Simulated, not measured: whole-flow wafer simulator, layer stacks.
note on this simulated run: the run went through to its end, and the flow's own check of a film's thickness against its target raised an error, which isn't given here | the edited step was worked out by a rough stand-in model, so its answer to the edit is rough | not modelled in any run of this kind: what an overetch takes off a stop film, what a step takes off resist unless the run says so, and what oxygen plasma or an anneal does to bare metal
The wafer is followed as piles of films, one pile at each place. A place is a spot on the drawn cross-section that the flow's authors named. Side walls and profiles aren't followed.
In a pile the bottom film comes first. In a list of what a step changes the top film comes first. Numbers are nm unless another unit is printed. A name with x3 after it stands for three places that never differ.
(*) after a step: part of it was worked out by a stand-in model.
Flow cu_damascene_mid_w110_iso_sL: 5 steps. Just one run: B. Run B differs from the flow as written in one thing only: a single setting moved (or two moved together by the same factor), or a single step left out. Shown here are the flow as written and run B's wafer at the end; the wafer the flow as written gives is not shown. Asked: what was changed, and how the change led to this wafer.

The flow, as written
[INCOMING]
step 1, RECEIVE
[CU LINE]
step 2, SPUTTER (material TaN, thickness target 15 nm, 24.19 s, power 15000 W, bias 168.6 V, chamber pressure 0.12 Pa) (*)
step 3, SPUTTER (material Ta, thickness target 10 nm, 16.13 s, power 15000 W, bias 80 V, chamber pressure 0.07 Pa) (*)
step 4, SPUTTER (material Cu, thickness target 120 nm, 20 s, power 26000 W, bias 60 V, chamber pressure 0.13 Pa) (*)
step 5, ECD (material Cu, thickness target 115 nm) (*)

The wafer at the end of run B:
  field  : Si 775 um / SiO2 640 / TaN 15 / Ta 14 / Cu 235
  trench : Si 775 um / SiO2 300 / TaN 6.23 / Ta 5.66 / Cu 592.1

Cause: step 3, SPUTTER: 22.58 s was run, while the flow as written has 16.13 s.

How this came from the change, step by step:
  step 3, SPUTTER (material Ta, thickness target 10 nm, 16.13 s, power 15000 W, bias 80 V, chamber pressure 0.07 Pa) (*)
      field: Ta gains 14 (new film) (as written it would have been: Ta gains 10 (new film))
      trench: Ta gains 5.66 (new film) (as written it would have been: Ta gains 4.05 (new film))
